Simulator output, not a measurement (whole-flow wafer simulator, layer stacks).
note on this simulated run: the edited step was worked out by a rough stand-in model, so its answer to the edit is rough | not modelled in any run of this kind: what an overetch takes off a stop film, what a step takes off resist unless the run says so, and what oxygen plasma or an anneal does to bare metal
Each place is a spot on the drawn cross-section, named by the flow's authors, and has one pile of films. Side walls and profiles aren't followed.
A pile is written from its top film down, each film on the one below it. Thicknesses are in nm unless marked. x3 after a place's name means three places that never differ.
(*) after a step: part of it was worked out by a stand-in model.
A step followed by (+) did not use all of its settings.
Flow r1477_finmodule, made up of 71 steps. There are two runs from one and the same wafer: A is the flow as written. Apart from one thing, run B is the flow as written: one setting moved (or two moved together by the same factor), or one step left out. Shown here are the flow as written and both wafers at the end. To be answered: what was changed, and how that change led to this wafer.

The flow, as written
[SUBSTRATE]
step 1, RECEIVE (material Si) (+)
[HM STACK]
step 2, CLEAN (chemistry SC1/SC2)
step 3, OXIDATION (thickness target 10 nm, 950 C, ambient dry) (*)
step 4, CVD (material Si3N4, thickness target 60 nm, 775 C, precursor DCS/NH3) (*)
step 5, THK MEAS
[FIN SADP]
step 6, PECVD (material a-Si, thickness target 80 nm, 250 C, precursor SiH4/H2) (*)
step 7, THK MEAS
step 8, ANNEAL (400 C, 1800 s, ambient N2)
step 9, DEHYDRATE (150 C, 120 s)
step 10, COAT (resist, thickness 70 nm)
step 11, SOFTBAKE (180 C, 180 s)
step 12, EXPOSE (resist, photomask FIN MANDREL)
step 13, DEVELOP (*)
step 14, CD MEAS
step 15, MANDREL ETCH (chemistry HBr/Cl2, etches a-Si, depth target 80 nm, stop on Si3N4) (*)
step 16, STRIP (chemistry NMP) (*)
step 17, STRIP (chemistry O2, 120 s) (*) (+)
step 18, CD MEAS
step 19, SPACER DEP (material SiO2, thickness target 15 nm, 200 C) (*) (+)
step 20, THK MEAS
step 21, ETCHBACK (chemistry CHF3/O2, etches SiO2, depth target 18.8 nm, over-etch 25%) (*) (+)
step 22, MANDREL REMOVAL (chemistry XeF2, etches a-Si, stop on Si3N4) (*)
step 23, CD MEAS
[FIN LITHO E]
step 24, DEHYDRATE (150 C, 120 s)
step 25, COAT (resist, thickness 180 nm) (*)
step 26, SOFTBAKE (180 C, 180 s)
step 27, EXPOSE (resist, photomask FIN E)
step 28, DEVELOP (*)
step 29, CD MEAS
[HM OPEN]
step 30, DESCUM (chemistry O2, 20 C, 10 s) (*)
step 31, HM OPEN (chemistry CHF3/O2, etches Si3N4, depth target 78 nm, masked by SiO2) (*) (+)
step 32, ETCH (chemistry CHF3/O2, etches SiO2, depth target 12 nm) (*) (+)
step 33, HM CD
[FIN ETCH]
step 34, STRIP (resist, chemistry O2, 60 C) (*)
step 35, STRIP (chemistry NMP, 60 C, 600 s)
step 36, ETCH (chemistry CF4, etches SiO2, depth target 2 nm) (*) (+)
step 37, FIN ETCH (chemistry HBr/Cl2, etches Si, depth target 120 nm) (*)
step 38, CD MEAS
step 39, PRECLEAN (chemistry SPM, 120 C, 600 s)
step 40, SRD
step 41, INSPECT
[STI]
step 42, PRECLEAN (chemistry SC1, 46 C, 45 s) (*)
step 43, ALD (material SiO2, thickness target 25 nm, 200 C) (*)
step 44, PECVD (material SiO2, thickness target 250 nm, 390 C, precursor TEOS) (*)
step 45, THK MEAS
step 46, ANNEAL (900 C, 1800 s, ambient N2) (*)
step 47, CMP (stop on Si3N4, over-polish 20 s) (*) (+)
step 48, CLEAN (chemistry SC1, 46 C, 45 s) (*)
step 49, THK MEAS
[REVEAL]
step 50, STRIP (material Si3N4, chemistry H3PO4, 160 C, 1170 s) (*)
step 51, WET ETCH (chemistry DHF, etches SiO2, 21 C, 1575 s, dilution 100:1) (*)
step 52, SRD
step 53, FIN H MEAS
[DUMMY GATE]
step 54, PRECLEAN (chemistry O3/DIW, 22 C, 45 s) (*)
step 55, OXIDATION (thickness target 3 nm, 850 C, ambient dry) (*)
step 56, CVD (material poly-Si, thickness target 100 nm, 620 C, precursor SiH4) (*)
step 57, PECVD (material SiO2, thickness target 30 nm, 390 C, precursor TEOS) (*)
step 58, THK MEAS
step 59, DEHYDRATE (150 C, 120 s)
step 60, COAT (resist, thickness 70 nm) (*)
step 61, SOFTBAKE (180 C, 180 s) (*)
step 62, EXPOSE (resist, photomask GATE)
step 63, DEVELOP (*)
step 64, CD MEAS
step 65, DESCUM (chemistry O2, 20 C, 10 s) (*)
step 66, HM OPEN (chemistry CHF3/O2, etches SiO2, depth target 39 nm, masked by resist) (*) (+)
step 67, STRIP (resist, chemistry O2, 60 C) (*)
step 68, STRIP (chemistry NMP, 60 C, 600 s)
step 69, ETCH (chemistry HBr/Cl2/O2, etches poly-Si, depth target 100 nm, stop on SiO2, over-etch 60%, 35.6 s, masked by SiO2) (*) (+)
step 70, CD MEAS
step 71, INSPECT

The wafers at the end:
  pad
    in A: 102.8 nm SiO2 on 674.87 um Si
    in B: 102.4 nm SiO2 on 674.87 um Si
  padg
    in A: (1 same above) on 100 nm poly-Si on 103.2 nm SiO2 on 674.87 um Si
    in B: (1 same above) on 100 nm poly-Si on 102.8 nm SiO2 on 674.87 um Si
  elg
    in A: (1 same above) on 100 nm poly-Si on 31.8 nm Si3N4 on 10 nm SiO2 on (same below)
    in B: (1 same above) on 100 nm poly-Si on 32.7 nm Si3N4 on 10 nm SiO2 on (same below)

The reason: step 36, ETCH: depth target 1.2 nm was run, while the flow as written has depth target 2 nm.

Step by step, how the change led to this:
  step 36, ETCH (chemistry CF4, etches SiO2, depth target 2 nm) (*) (+)
      elg, e40lg, e100lg, e200lg, elo, e40lo, e100lo, e200lo: A -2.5 Si3N4 | B -1.5 Si3N4
      s40sg_line, s45sg_line, s50sg_line, s40so_line, s45so_line, s50so_line: A -2 SiO2 | B -1.2 SiO2
  step 51, WET ETCH (chemistry DHF, etches SiO2, 21 C, 1575 s, dilution 100:1) (*)
      elg, e40lg, e100lg, e200lg, elo, e40lo, e100lo, e200lo: A -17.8 SiO2 (all of it), -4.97 Si3N4 | B -16.8 SiO2 (all of it), -5.05 Si3N4
